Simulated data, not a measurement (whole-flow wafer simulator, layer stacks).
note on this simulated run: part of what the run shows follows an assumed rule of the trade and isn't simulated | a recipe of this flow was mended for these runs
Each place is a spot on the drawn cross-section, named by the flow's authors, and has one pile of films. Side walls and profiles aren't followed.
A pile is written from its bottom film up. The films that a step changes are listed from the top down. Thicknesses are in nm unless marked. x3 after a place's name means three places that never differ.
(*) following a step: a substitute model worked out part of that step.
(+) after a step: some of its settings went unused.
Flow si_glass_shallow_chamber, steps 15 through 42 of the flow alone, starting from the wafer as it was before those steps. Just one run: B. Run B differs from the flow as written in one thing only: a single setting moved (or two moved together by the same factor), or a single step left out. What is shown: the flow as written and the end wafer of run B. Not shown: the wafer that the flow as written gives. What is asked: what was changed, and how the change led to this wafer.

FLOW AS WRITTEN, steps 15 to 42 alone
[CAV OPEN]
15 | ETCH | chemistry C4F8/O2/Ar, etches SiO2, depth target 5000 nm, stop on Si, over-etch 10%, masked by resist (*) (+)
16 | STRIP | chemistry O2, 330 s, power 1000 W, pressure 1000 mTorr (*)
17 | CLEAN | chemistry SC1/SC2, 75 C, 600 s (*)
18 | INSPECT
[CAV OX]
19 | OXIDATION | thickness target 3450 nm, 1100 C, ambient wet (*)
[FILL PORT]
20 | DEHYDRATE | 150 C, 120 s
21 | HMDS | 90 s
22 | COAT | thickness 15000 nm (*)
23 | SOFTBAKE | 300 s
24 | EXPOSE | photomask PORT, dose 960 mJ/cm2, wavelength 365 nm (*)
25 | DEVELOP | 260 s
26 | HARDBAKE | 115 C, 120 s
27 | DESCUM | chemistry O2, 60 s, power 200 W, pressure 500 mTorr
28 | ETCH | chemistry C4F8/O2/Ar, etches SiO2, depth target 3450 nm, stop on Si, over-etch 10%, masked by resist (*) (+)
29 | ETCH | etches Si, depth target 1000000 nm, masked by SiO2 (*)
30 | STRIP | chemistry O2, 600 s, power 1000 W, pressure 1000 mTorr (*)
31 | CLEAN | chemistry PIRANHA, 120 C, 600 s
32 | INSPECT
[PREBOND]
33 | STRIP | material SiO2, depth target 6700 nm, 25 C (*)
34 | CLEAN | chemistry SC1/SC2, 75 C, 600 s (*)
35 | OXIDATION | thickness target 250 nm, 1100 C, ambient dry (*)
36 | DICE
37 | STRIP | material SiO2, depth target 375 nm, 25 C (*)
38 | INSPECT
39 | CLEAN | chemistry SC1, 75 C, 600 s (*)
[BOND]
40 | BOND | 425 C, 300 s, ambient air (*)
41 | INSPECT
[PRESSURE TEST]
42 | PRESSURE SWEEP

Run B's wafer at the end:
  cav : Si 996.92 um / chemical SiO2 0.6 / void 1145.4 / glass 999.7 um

The reason: step 15, ETCH: depth target 5360 nm was run, though the flow has depth target 5000 nm.

How this came from the change, step by step:
  15 | ETCH | chemistry C4F8/O2/Ar, etches SiO2, depth target 5000 nm, stop on Si, over-etch 10%, masked by resist (*) (+)
      cav, port: SiO2 loses 5000 (all of it), Si loses 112 (as written it would have been: SiO2 loses 5000 (all of it), Si loses 62.5)
  22 | COAT | thickness 15000 nm (*)
      rim: thick-i-line-resist gains 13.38 um (new film) (as written it would have been: thick-i-line-resist gains 13.4 um (new film))
      ramp: thick-i-line-resist gains 12.87 um (new film) (as written it would have been: thick-i-line-resist gains 12.89 um (new film))
      (as well as at 2 more places)
  25 | DEVELOP | 260 s
      port: thick-i-line-resist loses 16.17 um (all of it) (as written it would have been: thick-i-line-resist loses 16.16 um (all of it))
  29 | ETCH | etches Si, depth target 1000000 nm, masked by SiO2 (*)
      rim, ramp: thick-i-line-resist loses 11.44 um (all of it), SiO2 loses 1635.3 (as written it would have been: thick-i-line-resist loses 11.47 um (all of it), SiO2 loses 1617.3)
      port: hole gains 997 um (new film), Si loses 997 um (all of it) (as written it would have been: hole gains 997.05 um (new film), Si loses 997.05 um (all of it))
  30 | STRIP | chemistry O2, 600 s, power 1000 W, pressure 1000 mTorr (*)
      cav: thick-i-line-resist loses 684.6 (all of it) (as written it would have been: thick-i-line-resist loses 669.6 (all of it))
  40 | BOND | 425 C, 300 s, ambient air (*)
      cav: glass gains 999.7 um (new film), void gains 1145.4 (new film) (as written it would have been: glass gains 999.7 um (new film), void gains 1095.9 (new film))
      port: glass gains 999.7 um (new film), hole gains 1066.8 (as written it would have been: glass gains 999.7 um (new film), hole gains 1017.3)
